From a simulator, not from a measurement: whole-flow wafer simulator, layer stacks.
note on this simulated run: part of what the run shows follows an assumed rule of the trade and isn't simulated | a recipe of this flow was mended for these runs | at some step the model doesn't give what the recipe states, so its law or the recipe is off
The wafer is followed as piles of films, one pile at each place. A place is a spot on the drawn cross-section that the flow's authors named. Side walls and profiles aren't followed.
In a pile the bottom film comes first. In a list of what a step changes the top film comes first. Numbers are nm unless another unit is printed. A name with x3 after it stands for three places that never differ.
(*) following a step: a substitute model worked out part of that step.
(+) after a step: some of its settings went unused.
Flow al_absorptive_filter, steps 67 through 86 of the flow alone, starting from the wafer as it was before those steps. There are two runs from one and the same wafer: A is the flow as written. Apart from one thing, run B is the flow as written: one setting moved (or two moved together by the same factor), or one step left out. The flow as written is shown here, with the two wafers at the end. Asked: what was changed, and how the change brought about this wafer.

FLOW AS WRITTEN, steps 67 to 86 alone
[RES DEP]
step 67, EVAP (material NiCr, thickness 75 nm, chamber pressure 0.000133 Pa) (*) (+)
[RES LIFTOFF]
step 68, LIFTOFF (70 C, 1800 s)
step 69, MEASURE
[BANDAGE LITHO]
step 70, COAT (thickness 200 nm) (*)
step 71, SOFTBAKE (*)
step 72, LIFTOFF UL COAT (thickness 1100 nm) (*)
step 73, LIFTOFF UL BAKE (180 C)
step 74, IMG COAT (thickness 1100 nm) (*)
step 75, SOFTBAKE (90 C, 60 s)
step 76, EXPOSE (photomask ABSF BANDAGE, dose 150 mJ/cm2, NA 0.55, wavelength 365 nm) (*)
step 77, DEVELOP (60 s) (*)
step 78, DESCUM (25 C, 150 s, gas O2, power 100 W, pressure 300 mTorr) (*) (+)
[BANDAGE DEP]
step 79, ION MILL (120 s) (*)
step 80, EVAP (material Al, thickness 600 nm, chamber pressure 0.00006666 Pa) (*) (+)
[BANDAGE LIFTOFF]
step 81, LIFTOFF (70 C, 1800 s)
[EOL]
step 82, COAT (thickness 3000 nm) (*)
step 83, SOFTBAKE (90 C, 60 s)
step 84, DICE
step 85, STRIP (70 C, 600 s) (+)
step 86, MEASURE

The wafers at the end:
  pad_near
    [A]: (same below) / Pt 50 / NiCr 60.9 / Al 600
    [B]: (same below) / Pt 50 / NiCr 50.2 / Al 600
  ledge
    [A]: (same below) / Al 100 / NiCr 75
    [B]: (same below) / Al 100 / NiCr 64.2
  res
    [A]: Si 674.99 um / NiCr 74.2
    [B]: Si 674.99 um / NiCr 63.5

What caused this: step 67, EVAP: thickness 64.2 nm was run, though the flow has thickness 75 nm.
The wafer lets one read it off: ledge has NiCr 64.2, and step 67 as written asks for 75 nm.

Step by step, how the change led to this:
  step 67, EVAP (material NiCr, thickness 75 nm, chamber pressure 0.000133 Pa) (*) (+)
      gnd, pad_far, ledge and 9 more: A +75 NiCr (new film) | B +64.2 NiCr (new film)
      pad_near, res: A +74.2 NiCr (new film) | B +63.5 NiCr (new film)
  step 68, LIFTOFF (70 C, 1800 s)
      xa_field, xl_land, idc_field: A -75 NiCr (all of it), -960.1 i-line-resist (all of it), -1100 lift-off-underlayer (all of it), -200 acrylic-e-beam-resist (all of it) | B -64.2 NiCr (all of it), -960.1 i-line-resist (all of it), -1100 lift-off-underlayer (all of it), -200 acrylic-e-beam-resist (all of it)
      gnd: A -75 NiCr (all of it), -959.5 i-line-resist (all of it), -1100.9 lift-off-underlayer (all of it), -200.6 acrylic-e-beam-resist (all of it) | B -64.2 NiCr (all of it), -959.5 i-line-resist (all of it), -1100.9 lift-off-underlayer (all of it), -200.6 acrylic-e-beam-resist (all of it)
      (as well as at 7 more places)
  step 83, SOFTBAKE (90 C, 60 s)
      gnd: A +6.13 i-line-resist | B +5.58 i-line-resist
      ledge: A -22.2 i-line-resist | B -21.6 i-line-resist
      (as well as at 1 more place)
